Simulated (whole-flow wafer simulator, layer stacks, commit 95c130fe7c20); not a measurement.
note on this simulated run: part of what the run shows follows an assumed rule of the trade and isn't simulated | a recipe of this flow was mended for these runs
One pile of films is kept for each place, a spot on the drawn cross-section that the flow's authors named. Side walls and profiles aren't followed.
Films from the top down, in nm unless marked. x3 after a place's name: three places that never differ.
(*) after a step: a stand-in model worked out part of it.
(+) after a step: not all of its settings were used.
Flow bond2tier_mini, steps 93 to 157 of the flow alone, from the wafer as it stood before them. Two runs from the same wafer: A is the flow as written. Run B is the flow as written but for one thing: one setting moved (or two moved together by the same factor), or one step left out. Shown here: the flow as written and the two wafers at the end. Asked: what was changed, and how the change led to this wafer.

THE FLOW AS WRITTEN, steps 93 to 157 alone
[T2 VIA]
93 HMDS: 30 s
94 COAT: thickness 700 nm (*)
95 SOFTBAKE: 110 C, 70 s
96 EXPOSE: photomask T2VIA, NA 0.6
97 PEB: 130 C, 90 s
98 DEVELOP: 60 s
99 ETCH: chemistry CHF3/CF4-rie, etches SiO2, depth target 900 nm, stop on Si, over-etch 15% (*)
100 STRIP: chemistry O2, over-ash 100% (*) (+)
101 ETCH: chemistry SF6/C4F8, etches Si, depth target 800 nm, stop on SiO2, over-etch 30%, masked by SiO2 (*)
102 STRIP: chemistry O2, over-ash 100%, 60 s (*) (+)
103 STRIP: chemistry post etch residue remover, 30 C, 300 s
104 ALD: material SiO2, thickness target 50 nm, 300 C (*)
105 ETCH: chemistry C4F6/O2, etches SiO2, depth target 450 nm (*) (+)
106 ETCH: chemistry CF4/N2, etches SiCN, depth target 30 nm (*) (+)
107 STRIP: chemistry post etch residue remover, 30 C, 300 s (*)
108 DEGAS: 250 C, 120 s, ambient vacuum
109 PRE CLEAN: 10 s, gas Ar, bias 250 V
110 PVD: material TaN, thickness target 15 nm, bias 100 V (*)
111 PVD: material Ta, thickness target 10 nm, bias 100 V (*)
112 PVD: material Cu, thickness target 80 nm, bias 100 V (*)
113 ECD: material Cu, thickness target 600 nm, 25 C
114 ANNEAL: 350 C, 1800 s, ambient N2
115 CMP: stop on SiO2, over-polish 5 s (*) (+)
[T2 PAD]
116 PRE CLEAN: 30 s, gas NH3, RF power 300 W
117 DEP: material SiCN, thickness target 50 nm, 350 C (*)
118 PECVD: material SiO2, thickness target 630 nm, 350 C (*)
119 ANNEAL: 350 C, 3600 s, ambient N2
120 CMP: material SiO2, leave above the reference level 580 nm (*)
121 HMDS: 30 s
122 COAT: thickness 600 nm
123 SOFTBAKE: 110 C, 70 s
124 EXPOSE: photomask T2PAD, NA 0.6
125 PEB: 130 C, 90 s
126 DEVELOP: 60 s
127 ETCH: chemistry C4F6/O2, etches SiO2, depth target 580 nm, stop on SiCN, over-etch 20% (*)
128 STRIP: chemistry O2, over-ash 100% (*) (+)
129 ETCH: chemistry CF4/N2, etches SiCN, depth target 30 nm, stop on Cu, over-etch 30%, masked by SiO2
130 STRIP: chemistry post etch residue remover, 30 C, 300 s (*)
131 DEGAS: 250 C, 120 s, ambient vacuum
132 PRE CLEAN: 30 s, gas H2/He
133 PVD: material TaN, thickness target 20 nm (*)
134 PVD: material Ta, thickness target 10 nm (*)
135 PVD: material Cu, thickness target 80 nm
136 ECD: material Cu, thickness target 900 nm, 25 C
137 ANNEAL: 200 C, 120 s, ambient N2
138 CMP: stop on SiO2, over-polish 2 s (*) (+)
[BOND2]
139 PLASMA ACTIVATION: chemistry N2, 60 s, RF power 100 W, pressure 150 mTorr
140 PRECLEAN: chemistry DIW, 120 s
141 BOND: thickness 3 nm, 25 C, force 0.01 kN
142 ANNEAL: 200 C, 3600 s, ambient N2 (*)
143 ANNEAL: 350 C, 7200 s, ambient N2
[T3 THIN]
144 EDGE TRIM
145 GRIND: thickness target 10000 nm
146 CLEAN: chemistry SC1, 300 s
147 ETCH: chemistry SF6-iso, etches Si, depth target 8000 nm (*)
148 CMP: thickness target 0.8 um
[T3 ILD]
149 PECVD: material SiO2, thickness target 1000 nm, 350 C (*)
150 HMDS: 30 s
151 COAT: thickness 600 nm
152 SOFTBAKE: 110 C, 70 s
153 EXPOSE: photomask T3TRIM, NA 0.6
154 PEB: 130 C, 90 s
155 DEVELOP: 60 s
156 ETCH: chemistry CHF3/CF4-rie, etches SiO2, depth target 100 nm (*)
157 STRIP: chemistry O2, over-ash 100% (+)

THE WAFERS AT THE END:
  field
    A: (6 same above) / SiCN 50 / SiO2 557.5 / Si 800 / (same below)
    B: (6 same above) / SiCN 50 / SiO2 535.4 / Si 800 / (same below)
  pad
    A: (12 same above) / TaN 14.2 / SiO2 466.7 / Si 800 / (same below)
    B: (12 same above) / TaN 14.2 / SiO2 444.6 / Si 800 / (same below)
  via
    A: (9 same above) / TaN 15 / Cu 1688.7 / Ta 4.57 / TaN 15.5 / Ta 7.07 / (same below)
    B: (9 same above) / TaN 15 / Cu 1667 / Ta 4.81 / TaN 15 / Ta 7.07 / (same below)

The cause: step 104, ALD: thickness target 27.9 nm was run, where the flow has thickness target 50 nm.

How the change led to this, step by step:
  104 ALD: material SiO2, thickness target 50 nm, 300 C (*)
      field, pad, via: A SiO2 +50 | B SiO2 +27.9
  105 ETCH: chemistry C4F6/O2, etches SiO2, depth target 450 nm (*) (+)
      via: A SiO2 -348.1 (all of it), SiCN -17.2 | B SiO2 -326 (all of it), SiCN -20.9
  106 ETCH: chemistry CF4/N2, etches SiCN, depth target 30 nm (*) (+)
      via: A SiCN -17.6 (all of it), TaN -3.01 | B SiCN -13.9 (all of it), TaN -3.92
  112 PVD: material Cu, thickness target 80 nm, bias 100 V (*)
      via: A Cu +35 (new film) | B Cu +37 (new film)
